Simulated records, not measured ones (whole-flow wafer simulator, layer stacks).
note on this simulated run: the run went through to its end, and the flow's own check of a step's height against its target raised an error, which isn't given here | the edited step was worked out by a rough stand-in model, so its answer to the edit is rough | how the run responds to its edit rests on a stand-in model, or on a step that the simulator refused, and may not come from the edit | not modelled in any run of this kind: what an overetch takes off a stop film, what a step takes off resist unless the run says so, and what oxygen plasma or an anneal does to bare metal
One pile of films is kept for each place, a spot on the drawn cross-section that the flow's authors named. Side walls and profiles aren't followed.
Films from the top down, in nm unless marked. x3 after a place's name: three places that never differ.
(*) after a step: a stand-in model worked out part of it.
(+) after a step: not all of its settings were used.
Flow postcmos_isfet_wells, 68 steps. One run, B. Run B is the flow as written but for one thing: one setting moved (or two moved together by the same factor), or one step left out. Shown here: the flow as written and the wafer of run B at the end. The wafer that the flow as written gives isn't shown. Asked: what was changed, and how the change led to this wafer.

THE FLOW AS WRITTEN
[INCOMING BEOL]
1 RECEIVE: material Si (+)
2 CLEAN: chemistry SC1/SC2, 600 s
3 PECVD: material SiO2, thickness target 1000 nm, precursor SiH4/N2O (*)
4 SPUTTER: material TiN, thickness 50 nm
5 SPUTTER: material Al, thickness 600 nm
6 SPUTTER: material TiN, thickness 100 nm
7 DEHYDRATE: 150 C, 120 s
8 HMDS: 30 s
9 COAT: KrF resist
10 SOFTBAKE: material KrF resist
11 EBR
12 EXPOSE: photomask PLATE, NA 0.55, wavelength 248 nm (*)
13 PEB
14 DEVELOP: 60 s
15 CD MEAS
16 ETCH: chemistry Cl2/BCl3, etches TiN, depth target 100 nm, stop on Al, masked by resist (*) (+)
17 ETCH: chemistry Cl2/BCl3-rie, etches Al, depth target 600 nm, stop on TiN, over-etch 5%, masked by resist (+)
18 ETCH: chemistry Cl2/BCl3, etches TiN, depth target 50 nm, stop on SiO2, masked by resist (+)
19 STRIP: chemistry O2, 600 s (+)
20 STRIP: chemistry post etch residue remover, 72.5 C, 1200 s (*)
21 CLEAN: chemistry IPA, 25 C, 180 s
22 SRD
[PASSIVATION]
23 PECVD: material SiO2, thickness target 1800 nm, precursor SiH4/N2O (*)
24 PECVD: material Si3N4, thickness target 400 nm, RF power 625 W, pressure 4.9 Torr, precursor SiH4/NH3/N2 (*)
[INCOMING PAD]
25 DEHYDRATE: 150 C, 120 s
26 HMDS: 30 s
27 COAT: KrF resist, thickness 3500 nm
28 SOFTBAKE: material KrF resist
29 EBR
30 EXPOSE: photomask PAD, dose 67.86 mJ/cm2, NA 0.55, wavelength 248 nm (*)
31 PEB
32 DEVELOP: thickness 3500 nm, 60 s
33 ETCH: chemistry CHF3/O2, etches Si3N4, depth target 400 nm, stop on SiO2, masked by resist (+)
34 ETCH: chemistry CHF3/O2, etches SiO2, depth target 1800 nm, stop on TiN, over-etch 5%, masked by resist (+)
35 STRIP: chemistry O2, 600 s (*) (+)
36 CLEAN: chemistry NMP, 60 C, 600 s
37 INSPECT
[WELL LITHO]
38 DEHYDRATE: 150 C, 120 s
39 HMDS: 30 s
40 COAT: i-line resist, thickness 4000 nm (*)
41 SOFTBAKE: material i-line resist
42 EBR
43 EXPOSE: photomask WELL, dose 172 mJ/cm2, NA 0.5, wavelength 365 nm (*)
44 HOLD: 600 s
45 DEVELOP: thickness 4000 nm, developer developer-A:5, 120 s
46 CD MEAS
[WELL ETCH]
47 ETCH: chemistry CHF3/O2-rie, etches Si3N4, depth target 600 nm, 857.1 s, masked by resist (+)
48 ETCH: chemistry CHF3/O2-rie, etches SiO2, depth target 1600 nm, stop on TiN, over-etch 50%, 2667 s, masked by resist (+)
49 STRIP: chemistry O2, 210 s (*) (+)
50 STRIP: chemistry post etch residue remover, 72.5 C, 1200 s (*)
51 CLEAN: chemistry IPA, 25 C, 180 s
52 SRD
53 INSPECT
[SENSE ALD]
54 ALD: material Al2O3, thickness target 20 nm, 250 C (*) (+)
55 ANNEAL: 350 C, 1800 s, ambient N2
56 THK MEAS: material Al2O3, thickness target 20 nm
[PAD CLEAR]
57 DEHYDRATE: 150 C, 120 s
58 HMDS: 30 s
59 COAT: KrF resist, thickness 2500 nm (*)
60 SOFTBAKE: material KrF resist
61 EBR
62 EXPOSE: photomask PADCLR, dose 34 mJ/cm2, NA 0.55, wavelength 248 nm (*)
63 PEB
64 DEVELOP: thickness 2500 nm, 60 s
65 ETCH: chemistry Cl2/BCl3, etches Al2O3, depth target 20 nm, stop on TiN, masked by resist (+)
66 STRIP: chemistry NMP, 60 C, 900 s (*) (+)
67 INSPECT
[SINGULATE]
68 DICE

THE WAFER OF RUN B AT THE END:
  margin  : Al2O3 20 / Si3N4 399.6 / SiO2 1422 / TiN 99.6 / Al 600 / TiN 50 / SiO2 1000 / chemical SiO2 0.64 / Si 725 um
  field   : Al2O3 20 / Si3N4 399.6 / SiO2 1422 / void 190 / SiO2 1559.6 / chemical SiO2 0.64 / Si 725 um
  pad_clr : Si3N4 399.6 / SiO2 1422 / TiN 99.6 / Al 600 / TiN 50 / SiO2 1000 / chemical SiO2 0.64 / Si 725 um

The cause: step 23, PECVD: thickness target 1422 nm was run, where the flow has thickness target 1800 nm.
It can be read off the wafer: margin has SiO2 1422, and step 23 as written asks for 1800 nm.

How the change led to this, step by step:
  23 PECVD: material SiO2, thickness target 1800 nm, precursor SiH4/N2O (*)
      margin, well900, well1300 x3, pad_rim, pad_clr, pad_open: SiO2 +1422 (new film) (as written it would be: SiO2 +1800 (new film))
      field: SiO2 +1422 (new film), void +190 (new film), SiO2 +559.6 (as written it would be: SiO2 +1800 (new film), void +189.9 (new film), SiO2 +559.7)
  34 ETCH: chemistry CHF3/O2, etches SiO2, depth target 1800 nm, stop on TiN, over-etch 5%, masked by resist (+)
      field, margin, well900, well1300 x3, pad_rim, pad_clr: KrF resist -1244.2 (as written it would be: KrF resist -1500)
      pad_open: SiO2 -1422 (all of it) (as written it would be: SiO2 -1800 (all of it))
  35 STRIP: chemistry O2, 600 s (*) (+)
      field, margin, well900, well1300 x3, pad_rim, pad_clr: KrF resist -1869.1 (all of it) (as written it would be: KrF resist -1613.3 (all of it))
  40 COAT: i-line resist, thickness 4000 nm (*)
      pad_clr: i-line resist +3376 (new film) (as written it would be: i-line resist +3256.8 (new film))
      pad_open: i-line resist +4668.5 (new film) (as written it would be: i-line resist +4804.7 (new film))
  41 SOFTBAKE: material i-line resist
      pad_clr: i-line resist -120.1 (as written it would be: i-line resist -156.7)
      pad_open: i-line resist +98.2 (as written it would be: i-line resist +115.3)
  48 ETCH: chemistry CHF3/O2-rie, etches SiO2, depth target 1600 nm, stop on TiN, over-etch 50%, 2667 s, masked by resist (+)
      well900, well1300 x3: SiO2 -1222 (all of it) (as written it would be: SiO2 -1600 (all of it))
  49 STRIP: chemistry O2, 210 s (*) (+)
      pad_clr: i-line resist -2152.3 (all of it) (as written it would be: i-line resist -1996.5 (all of it))
      pad_open: i-line resist -3663.1 (all of it) (as written it would be: i-line resist -3816.3 (all of it))
  59 COAT: KrF resist, thickness 2500 nm (*)
      field: KrF resist +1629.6 (new film) (as written it would be: KrF resist +1449 (new film))
      margin: KrF resist +1629.5 (new film) (as written it would be: KrF resist +1448.9 (new film))
      (and at 3 more places)
  60 SOFTBAKE: material KrF resist
      pad_clr: KrF resist -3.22 (as written it would be: KrF resist -3.77)
  63 PEB
      field, margin: KrF resist -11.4 (as written it would be: KrF resist -10.1)
      pad_rim: KrF resist -14.5 (as written it would be: KrF resist -13.9)
      (and at 2 more places)
  64 DEVELOP: thickness 2500 nm, 60 s
      pad_clr: KrF resist -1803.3 (all of it) (as written it would be: KrF resist -1676 (all of it))
      pad_open: KrF resist -2950.6 (all of it) (as written it would be: KrF resist -3045.1 (all of it))
  66 STRIP: chemistry NMP, 60 C, 900 s (*) (+)
      field, margin: KrF resist -1579.4 (all of it) (as written it would be: KrF resist -1400.1 (all of it))
      pad_rim: KrF resist -2009 (all of it) (as written it would be: KrF resist -1923.7 (all of it))
